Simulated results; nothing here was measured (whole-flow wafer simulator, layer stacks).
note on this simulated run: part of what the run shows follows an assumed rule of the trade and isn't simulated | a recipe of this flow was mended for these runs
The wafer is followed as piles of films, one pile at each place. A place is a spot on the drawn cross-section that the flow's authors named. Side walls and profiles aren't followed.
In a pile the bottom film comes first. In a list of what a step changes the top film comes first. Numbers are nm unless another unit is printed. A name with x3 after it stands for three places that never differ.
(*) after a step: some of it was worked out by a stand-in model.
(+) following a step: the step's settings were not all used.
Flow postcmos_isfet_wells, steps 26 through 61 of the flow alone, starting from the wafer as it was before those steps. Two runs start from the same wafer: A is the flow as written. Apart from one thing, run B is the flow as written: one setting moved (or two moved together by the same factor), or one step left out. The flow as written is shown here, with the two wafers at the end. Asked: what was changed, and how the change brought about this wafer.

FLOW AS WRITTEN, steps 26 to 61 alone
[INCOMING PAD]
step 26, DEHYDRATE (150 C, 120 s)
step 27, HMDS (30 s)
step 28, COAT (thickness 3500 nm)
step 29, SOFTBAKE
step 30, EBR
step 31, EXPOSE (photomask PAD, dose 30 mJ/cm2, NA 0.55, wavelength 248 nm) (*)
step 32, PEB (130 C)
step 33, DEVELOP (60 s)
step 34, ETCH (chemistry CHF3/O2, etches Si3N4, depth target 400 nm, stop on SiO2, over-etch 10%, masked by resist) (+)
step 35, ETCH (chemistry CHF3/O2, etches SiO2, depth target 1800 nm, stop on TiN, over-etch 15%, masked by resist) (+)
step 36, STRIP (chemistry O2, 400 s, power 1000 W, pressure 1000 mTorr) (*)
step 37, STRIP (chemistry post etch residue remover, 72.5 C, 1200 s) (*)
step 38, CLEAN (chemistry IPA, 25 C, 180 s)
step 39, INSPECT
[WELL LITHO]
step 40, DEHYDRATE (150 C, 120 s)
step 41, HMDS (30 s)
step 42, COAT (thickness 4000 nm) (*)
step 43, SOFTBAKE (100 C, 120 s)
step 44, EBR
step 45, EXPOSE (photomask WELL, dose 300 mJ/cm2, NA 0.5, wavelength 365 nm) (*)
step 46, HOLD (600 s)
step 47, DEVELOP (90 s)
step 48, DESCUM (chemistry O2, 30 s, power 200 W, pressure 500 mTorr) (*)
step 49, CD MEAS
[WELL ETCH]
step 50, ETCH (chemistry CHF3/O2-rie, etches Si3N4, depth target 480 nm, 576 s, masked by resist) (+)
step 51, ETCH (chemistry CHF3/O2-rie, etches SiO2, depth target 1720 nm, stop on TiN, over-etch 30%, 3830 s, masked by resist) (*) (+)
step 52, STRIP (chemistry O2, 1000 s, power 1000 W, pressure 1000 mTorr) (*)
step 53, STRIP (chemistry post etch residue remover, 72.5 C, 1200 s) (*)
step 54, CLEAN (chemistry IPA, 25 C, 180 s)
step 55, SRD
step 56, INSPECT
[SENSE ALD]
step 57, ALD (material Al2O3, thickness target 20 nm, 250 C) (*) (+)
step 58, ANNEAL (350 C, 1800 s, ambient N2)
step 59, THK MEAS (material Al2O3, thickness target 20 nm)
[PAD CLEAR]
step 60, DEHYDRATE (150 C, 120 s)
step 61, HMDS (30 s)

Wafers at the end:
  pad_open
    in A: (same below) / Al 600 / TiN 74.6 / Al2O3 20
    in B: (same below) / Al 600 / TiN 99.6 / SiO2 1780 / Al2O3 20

The reason: step 35, ETCH: chemistry CHF3/O2, etches SiO2, depth target 1800 nm, stop on TiN, over-etch 15%, masked by resist (+), was skipped.

Step by step, how the change led to this:
  step 36, STRIP (chemistry O2, 400 s, power 1000 W, pressure 1000 mTorr) (*)
      field, margin x2, well900 x4, pad_clr: A -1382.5 thick-KrF-resist (all of it) | B -3088.4 thick-KrF-resist (all of it)
  step 42, COAT (thickness 4000 nm) (*)
      pad_clr: A +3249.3 thick-g/i-line-resist (new film) | B +3848 thick-g/i-line-resist (new film)
      pad_open: A +4813.4 thick-g/i-line-resist (new film) | B +4156.5 thick-g/i-line-resist (new film)
  step 43, SOFTBAKE (100 C, 120 s)
      pad_clr: A -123 thick-g/i-line-resist | B -12.4 thick-g/i-line-resist
      pad_open: A +73 thick-g/i-line-resist | B +14.6 thick-g/i-line-resist
  step 52, STRIP (chemistry O2, 1000 s, power 1000 W, pressure 1000 mTorr) (*)
      pad_clr: A -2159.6 thick-g/i-line-resist (all of it) | B -2868.8 thick-g/i-line-resist (all of it)
      pad_open: A -3919.6 thick-g/i-line-resist (all of it) | B -3204.4 thick-g/i-line-resist (all of it)
